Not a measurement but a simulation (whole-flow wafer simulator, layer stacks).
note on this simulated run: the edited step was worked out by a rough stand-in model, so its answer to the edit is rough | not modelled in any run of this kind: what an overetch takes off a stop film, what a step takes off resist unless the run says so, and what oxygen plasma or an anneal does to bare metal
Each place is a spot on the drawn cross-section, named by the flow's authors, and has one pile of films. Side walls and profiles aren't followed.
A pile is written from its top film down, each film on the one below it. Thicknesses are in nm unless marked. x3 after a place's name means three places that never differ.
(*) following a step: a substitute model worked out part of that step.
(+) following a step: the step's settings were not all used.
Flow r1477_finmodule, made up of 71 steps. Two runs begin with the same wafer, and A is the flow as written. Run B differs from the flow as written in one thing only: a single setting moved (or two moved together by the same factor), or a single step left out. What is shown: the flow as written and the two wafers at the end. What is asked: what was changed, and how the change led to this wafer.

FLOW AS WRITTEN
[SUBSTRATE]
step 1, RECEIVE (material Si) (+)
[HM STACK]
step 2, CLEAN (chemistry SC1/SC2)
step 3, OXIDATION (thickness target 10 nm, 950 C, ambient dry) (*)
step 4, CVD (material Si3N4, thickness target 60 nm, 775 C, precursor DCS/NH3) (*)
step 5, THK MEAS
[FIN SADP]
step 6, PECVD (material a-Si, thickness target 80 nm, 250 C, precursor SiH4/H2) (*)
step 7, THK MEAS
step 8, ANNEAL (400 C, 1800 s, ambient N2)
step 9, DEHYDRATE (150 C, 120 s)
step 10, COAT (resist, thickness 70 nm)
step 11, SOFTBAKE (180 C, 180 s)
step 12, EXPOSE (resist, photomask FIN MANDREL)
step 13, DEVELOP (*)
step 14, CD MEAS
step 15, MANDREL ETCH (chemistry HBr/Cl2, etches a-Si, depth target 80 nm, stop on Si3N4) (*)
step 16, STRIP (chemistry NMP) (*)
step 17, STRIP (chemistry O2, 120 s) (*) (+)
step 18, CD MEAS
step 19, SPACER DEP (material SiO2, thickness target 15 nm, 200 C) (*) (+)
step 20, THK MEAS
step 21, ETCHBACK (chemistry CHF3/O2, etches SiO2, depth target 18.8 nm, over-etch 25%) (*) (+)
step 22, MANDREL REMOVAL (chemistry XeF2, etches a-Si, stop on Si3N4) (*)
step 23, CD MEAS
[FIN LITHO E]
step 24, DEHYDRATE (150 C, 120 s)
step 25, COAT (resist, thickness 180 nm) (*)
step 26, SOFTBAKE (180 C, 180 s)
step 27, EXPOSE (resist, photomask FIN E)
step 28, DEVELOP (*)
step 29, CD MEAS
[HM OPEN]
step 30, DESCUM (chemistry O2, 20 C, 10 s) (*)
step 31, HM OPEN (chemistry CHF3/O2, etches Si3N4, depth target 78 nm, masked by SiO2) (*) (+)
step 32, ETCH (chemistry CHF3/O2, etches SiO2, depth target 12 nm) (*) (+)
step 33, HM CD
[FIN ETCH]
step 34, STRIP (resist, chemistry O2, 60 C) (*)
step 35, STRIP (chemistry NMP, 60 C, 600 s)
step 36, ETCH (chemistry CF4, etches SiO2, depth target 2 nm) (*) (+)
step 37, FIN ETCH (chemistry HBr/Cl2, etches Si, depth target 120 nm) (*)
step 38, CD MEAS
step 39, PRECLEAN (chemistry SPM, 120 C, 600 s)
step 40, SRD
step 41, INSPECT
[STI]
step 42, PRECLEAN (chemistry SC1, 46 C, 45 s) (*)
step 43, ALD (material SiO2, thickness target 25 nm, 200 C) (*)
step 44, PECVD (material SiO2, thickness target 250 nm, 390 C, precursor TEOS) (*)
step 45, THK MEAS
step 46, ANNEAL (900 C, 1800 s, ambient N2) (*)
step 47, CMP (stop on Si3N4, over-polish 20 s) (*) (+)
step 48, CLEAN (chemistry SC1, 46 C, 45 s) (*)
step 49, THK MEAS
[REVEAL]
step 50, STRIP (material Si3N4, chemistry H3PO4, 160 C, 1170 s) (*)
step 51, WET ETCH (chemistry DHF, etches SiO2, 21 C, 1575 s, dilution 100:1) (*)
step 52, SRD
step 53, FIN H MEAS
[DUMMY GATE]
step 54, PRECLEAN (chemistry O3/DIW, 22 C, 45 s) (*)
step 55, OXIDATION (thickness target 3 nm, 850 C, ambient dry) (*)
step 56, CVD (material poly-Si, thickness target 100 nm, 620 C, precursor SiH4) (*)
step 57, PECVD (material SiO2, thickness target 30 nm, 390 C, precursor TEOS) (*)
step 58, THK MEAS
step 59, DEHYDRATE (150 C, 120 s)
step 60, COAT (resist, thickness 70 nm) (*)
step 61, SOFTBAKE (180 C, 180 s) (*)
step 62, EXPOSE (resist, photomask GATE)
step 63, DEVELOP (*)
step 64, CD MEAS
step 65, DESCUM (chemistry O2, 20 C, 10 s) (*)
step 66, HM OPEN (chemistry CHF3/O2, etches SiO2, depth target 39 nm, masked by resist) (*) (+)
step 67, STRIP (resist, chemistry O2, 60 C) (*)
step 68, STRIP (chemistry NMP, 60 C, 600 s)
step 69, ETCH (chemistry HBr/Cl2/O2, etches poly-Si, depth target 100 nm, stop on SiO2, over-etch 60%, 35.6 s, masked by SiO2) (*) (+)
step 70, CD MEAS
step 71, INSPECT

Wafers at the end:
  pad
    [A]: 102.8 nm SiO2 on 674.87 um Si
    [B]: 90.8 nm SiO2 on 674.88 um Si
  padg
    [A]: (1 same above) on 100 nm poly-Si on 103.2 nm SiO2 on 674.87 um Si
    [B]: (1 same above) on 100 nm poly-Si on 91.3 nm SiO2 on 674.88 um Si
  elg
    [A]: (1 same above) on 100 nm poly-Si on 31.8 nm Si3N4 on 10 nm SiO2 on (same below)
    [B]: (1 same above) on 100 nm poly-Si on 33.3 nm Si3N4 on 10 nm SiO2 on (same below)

The reason: step 37, FIN ETCH: depth target 108 nm was run, whereas the flow has depth target 120 nm.

Step by step, how the change led to this:
  step 37, FIN ETCH (chemistry HBr/Cl2, etches Si, depth target 120 nm) (*)
      pad, padg, esg and 19 more: A Si loses 120 | B Si loses 108
      elg, e40lg, e100lg, e200lg, elo, e40lo, e100lo, e200lo: A Si3N4 loses 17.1 | B Si3N4 loses 15.4
      (as well as at 6 more places)
  step 43, ALD (material SiO2, thickness target 25 nm, 200 C) (*)
      s40cg, s45cg, s50cg, s40co, s45co, s50co: A SiO2 gains 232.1 (new film) | B SiO2 gains 221 (new film)
      esg: A SiO2 gains 194.3 (new film) | B SiO2 gains 184 (new film)
  step 47, CMP (stop on Si3N4, over-polish 20 s) (*) (+)
      pad, padg, e40sg and 11 more: A SiO2 loses 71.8 | B SiO2 loses 83.8
      eso: A SiO2 loses 72.4 | B SiO2 loses 84.4
  step 51, WET ETCH (chemistry DHF, etches SiO2, 21 C, 1575 s, dilution 100:1) (*)
      elg, e40lg, e100lg, e200lg, elo, e40lo, e100lo, e200lo: A SiO2 loses 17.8 (all of it), Si3N4 loses 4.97 | B SiO2 loses 16.1 (all of it), Si3N4 loses 5.11
